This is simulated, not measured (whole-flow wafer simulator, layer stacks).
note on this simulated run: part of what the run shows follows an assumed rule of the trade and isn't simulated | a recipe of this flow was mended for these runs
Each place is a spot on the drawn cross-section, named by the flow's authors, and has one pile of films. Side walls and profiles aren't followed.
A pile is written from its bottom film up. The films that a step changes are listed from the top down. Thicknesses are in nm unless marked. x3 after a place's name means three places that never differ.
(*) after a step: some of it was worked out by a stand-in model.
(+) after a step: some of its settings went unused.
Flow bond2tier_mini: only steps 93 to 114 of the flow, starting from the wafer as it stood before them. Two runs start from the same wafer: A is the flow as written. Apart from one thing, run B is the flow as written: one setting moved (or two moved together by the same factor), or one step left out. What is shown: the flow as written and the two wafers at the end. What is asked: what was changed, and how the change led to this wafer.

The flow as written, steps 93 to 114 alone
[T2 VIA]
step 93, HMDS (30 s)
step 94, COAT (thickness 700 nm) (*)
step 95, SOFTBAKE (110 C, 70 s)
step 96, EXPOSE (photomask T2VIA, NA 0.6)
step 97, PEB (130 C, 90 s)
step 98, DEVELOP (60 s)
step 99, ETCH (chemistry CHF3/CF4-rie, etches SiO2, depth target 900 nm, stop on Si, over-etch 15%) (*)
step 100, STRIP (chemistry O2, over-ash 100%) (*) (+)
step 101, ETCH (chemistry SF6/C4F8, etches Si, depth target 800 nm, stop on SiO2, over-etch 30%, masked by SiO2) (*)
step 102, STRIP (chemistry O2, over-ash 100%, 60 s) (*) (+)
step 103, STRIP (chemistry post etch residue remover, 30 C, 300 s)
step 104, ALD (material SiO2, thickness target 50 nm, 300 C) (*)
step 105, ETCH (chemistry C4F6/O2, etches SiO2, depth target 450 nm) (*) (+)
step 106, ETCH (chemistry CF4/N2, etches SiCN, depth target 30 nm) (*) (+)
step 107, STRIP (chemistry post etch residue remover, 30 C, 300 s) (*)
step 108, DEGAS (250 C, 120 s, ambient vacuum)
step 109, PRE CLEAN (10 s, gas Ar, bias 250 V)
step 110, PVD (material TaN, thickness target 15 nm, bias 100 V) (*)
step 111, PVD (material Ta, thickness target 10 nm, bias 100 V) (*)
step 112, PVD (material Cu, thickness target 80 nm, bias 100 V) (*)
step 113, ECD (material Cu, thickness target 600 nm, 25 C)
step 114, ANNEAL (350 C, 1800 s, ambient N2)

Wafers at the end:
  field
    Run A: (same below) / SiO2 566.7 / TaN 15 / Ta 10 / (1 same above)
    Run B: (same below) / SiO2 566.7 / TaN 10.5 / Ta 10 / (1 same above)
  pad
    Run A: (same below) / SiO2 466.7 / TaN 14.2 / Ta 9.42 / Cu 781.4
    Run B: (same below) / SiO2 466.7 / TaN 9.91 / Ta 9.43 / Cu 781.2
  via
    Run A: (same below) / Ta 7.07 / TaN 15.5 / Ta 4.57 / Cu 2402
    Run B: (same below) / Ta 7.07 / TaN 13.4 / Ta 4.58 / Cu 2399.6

Cause: step 110, PVD: thickness target 10.5 nm was run, though the flow has thickness target 15 nm.
One can read it off the wafer: field has TaN 10.5, and step 110 as written asks for 15 nm.

Step by step, how the change led to this:
  step 110, PVD (material TaN, thickness target 15 nm, bias 100 V) (*)
      field: A +15 TaN (new film) | B +10.5 TaN (new film)
      pad: A +14.2 TaN (new film) | B +9.91 TaN (new film)
      (and at 1 other place as well)
